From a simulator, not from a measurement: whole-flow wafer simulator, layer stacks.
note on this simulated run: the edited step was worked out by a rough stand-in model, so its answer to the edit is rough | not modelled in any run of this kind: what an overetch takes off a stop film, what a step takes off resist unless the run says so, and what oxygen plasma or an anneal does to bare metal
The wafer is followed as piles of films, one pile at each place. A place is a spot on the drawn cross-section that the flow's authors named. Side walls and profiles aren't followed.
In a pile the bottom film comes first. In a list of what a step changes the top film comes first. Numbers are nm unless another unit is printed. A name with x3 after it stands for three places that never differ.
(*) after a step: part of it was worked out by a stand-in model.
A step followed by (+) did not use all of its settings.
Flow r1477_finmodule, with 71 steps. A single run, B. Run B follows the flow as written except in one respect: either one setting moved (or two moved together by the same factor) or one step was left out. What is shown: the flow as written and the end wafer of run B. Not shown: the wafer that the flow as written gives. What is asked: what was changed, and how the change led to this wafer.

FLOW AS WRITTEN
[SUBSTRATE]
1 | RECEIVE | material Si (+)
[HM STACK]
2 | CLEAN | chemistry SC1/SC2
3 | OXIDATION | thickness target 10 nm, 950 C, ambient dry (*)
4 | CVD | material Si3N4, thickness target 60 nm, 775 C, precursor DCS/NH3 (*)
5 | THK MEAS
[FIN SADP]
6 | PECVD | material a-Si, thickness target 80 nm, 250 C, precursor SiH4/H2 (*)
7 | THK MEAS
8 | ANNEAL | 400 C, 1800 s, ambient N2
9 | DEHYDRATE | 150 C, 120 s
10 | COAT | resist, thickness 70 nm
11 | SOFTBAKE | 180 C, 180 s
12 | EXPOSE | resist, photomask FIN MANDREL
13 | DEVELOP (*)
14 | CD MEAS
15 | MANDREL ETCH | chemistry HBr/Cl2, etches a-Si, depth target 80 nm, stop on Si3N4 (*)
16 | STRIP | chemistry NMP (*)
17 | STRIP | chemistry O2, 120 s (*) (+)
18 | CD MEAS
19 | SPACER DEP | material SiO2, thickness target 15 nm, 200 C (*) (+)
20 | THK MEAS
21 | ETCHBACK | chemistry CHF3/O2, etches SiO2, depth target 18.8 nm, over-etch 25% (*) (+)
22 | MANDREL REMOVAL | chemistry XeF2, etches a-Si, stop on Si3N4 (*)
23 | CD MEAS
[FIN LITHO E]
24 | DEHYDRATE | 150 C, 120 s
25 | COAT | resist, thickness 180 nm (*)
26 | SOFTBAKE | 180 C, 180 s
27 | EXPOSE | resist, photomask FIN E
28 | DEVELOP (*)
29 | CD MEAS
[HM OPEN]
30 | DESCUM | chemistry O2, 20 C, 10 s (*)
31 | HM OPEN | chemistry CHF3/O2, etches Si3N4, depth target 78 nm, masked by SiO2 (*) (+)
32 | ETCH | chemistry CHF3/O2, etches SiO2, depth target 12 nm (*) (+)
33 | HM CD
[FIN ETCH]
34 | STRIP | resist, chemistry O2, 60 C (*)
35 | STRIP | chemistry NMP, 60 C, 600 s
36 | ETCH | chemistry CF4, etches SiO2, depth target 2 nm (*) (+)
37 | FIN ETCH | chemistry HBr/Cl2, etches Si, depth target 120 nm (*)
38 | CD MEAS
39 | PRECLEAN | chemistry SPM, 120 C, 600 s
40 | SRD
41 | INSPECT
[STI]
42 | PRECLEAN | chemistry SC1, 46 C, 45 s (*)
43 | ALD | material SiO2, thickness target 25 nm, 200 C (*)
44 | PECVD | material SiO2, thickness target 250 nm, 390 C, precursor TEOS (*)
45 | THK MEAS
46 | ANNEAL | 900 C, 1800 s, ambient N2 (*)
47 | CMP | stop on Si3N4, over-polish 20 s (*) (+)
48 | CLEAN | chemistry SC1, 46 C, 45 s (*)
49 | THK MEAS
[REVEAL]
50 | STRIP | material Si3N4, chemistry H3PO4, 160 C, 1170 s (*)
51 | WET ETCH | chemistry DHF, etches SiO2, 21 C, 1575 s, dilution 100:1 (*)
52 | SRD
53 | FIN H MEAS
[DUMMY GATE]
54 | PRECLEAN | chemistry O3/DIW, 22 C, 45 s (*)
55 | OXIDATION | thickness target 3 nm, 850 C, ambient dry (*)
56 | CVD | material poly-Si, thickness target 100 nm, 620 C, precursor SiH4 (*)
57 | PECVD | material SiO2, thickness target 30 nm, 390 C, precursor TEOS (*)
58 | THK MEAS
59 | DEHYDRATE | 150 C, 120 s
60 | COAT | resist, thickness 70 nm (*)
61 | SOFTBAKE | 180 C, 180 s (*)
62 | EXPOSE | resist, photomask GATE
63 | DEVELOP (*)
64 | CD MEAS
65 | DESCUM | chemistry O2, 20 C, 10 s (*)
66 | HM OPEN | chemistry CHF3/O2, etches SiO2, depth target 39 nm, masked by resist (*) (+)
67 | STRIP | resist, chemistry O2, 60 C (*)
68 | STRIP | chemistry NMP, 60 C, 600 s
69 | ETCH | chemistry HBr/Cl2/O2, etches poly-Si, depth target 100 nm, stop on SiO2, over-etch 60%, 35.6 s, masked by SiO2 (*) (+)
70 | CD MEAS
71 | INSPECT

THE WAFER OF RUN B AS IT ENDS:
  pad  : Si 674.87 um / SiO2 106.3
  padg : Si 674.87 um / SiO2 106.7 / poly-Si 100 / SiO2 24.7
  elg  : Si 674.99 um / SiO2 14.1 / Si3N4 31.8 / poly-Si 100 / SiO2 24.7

What caused this: step 3, OXIDATION: thickness target 14.1 nm was run, though the flow has thickness target 10 nm.
The wafer lets one read it off: elg has SiO2 14.1, and step 3 as written asks for 10 nm.

The path from the change to this, step by step:
  3 | OXIDATION | thickness target 10 nm, 950 C, ambient dry (*)
      pad, padg, elg and 33 more: +14.1 SiO2 (new film), -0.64 chemical SiO2 (all of it), -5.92 Si (it would be, as written: +10 SiO2 (new film), -0.64 chemical SiO2 (all of it), -4.12 Si)
  31 | HM OPEN | chemistry CHF3/O2, etches Si3N4, depth target 78 nm, masked by SiO2 (*) (+)
      pad, padg, esg and 13 more: -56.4 Si3N4 (all of it), -10.8 SiO2 (it would be, as written: -56.4 Si3N4 (all of it), -10 SiO2 (all of it))
  32 | ETCH | chemistry CHF3/O2, etches SiO2, depth target 12 nm (*) (+)
      pad, padg, e40sg and 11 more: -3.29 SiO2 (all of it), -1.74 Si (it would be, as written: -2.4 Si)
      esg, eso: -3.29 SiO2 (all of it), -1.74 Si (it would be, as written: -1.77 Si)
      (as well as at 6 more places)
  43 | ALD | material SiO2, thickness target 25 nm, 200 C (*)
      esg: +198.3 SiO2 (new film) (it would be, as written: +194.3 SiO2 (new film))
  47 | CMP | stop on Si3N4, over-polish 20 s (*) (+)
      pad, padg, e40sg and 11 more: -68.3 SiO2 (it would be, as written: -71.8 SiO2)
      eso: -68.3 SiO2 (it would be, as written: -72.4 SiO2)
  51 | WET ETCH | chemistry DHF, etches SiO2, 21 C, 1575 s, dilution 100:1 (*)
      s40sg_line, s45sg_line, s50sg_line, s40so_line, s45so_line, s50so_line: -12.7 SiO2 (all of it) (it would be, as written: -8.63 SiO2 (all of it))
  56 | CVD | material poly-Si, thickness target 100 nm, 620 C, precursor SiH4 (*)
      s40cg, s40co: +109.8 poly-Si (new film) (it would be, as written: +113.9 poly-Si (new film))
      s45cg, s45co: +109.3 poly-Si (new film) (it would be, as written: +113.4 poly-Si (new film))
      (as well as at 2 more places)
  60 | COAT | resist, thickness 70 nm (*)
      s40sg, s40so: +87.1 resist (new film) (it would be, as written: +91 resist (new film))
      s45sg, s45so: +87 resist (new film) (it would be, as written: +91 resist (new film))
      (as well as at 2 more places)
  63 | DEVELOP (*)
      s40so: -87.1 resist (all of it) (it would be, as written: -91 resist (all of it))
      s45so: -87 resist (all of it) (it would be, as written: -91 resist (all of it))
      (as well as at 1 more place)
  67 | STRIP | resist, chemistry O2, 60 C (*)
      s40sg: -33 resist (all of it) (it would be, as written: -36.9 resist (all of it))
      s45sg: -32.9 resist (all of it) (it would be, as written: -36.9 resist (all of it))
      (as well as at 1 more place)
  69 | ETCH | chemistry HBr/Cl2/O2, etches poly-Si, depth target 100 nm, stop on SiO2, over-etch 60%, 35.6 s, masked by SiO2 (*) (+)
      s40co: -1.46 chemical SiO2 (all of it), -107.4 poly-Si (all of it), -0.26 SiO2 (it would be, as written: -1.46 chemical SiO2 (all of it), -111.5 poly-Si (all of it), -0.24 SiO2)
      s45co: -1.46 chemical SiO2 (all of it), -106.8 poly-Si (all of it), -0.27 SiO2 (it would be, as written: -1.46 chemical SiO2 (all of it), -110.9 poly-Si (all of it), -0.25 SiO2)
      (as well as at 1 more place)
